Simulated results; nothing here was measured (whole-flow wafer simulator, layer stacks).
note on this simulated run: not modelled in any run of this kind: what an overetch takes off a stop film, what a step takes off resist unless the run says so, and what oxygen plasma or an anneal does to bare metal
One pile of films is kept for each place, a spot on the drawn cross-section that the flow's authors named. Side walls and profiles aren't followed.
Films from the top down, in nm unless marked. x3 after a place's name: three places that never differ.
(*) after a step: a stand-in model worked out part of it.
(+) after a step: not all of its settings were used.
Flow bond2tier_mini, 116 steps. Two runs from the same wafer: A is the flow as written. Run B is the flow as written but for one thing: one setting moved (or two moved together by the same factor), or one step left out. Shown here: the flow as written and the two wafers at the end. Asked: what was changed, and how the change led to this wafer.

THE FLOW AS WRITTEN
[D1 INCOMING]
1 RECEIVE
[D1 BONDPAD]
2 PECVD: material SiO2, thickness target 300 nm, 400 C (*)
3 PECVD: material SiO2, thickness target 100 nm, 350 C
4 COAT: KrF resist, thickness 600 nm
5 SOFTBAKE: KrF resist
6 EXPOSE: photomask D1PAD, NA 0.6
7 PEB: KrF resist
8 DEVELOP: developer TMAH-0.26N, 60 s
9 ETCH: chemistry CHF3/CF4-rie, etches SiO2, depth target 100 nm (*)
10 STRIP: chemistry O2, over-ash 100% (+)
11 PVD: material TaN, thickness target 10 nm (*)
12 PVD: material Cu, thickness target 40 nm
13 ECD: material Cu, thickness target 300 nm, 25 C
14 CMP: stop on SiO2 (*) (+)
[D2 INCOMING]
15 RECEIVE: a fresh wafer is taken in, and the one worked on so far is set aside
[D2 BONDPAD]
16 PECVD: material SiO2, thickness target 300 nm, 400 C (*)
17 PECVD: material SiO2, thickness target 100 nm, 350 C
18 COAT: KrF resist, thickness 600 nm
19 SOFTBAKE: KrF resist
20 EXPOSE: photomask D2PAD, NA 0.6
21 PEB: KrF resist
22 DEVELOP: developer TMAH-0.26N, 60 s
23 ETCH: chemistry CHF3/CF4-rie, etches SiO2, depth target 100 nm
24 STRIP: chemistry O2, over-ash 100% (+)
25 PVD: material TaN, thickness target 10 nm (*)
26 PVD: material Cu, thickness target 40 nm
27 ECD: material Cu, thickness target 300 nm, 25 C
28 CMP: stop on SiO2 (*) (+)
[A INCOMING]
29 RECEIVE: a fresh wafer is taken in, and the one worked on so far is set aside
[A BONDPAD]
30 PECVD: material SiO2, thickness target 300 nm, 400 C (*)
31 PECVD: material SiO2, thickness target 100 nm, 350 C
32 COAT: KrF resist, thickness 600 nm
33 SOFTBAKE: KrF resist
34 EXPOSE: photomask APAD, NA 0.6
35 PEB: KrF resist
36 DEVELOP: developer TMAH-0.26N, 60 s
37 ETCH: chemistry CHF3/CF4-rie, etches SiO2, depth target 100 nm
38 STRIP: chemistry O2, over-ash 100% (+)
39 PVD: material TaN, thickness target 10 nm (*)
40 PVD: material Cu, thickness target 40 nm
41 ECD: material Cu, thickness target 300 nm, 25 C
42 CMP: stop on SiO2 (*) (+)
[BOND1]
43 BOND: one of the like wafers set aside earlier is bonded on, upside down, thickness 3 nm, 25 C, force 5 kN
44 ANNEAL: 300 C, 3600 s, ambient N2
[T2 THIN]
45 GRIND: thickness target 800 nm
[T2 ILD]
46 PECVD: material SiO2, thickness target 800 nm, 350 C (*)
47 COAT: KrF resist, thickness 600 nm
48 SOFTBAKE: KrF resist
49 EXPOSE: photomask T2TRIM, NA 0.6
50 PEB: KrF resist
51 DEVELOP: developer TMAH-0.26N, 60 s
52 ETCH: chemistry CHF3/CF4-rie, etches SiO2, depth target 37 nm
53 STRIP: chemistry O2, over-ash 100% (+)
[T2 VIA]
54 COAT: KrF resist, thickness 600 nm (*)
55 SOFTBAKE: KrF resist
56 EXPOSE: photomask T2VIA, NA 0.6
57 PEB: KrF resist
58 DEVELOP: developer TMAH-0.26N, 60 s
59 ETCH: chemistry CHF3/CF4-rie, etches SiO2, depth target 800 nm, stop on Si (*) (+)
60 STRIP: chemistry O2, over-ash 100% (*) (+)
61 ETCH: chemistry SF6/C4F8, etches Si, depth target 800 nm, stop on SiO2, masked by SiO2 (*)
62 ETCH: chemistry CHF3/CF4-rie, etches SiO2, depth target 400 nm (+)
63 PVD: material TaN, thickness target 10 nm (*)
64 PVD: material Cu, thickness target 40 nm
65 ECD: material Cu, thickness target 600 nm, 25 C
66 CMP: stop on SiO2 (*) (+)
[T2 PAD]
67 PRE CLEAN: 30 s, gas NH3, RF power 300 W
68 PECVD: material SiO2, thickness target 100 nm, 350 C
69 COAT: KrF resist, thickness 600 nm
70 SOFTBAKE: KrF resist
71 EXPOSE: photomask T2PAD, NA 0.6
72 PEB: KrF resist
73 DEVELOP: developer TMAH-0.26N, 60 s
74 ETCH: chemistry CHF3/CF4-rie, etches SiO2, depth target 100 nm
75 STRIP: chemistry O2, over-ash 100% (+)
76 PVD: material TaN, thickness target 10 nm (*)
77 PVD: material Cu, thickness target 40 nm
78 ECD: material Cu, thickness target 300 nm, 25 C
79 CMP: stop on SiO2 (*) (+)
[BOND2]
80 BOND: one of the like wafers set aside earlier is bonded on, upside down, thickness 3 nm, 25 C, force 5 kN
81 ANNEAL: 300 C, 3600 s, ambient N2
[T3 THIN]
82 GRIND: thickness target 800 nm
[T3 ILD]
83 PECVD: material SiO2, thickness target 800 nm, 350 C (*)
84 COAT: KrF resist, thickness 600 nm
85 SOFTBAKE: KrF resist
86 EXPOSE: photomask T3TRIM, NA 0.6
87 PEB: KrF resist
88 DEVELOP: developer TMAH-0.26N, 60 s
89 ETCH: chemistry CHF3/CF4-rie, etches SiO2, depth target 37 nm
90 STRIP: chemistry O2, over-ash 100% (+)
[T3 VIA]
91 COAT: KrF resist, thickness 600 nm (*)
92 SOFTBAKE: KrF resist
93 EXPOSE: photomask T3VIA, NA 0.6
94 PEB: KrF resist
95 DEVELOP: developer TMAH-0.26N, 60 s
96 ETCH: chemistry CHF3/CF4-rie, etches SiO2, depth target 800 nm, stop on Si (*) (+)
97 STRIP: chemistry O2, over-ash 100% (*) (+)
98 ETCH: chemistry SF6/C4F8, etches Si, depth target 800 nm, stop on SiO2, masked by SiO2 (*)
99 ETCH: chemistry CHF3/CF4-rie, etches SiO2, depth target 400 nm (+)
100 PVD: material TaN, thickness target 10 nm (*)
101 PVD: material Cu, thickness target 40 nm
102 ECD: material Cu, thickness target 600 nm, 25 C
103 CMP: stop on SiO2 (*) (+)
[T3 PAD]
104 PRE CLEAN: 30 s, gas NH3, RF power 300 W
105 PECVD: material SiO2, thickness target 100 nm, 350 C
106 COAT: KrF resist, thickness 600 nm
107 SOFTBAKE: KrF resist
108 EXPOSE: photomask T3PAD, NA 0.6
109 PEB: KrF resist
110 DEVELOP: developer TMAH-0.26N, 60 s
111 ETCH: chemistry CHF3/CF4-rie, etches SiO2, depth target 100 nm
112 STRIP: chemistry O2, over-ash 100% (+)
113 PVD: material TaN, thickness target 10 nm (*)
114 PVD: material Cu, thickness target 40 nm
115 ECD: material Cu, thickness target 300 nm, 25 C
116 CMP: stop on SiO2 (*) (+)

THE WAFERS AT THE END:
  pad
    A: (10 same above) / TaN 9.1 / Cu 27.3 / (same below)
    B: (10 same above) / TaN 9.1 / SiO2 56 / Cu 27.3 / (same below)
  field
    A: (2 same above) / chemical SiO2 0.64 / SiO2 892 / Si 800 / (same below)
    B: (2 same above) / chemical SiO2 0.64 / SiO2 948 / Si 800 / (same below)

The cause: step 68, PECVD: thickness target 156 nm was run, where the flow has thickness target 100 nm.

How the change led to this, step by step:
  68 PECVD: material SiO2, thickness target 100 nm, 350 C
      field: A SiO2 +100 | B SiO2 +156
      pad: A SiO2 +100 (new film) | B SiO2 +156 (new film)
  74 ETCH: chemistry CHF3/CF4-rie, etches SiO2, depth target 100 nm
      pad: A SiO2 -100 (all of it) | B SiO2 -100
Counting metal films that touch as one body, pad has 4 bodies (between them, from the top down: SiO2 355 / Si 800 / chemical SiO2 0.64 / SiO2 300; SiO2 56; SiO2 355 / Si 800 / chemical SiO2 0.64 / SiO2 300); the flow as written gives 3 bodies (between them, from the top down: SiO2 355 / Si 800 / chemical SiO2 0.64 / SiO2 300; SiO2 355 / Si 800 / chemical SiO2 0.64 / SiO2 300).
